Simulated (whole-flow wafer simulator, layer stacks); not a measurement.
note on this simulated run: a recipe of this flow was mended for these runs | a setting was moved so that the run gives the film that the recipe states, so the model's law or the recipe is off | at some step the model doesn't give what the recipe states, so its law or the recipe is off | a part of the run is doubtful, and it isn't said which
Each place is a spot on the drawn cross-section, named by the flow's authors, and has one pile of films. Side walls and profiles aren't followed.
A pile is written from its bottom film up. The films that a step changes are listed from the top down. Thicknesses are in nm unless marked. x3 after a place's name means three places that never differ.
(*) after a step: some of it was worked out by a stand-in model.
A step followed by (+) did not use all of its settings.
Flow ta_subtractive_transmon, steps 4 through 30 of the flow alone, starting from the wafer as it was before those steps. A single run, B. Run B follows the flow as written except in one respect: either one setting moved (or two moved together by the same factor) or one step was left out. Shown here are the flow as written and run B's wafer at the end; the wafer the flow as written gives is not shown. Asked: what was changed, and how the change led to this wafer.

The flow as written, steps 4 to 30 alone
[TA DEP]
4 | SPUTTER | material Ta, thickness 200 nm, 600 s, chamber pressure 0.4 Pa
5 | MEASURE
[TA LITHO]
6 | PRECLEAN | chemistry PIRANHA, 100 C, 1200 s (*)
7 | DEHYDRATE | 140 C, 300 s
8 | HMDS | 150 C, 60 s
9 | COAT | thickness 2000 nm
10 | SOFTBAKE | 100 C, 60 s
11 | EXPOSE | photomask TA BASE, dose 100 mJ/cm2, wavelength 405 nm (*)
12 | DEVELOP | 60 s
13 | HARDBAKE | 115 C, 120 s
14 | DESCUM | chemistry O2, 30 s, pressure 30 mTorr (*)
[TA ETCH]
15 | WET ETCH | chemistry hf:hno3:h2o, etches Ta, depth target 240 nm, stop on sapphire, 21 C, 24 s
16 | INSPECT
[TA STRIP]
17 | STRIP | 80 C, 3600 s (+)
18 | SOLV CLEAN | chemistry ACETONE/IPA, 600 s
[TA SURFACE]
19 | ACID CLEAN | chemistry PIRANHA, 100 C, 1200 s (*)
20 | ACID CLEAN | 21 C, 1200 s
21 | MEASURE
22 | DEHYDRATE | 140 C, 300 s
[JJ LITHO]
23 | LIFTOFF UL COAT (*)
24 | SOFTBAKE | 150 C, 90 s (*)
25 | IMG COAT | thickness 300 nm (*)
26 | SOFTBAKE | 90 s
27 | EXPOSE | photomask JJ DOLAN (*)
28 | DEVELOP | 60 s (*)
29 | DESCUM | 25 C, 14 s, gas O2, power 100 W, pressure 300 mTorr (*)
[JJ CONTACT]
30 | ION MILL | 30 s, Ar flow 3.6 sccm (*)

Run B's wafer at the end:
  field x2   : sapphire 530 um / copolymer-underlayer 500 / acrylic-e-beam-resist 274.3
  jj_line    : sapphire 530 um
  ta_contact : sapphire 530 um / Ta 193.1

Cause: step 30, ION MILL: 19.2 s was run, whereas the flow has 30 s.

The path from the change to this, step by step:
  30 | ION MILL | 30 s, Ar flow 3.6 sccm (*)
      field x2, ta_pad: -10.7 acrylic-e-beam-resist (it would be, as written: -16.8 acrylic-e-beam-resist)
      jj_line, lead: -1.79 sapphire (it would be, as written: -2.8 sapphire)
      (as well as at 1 more place)
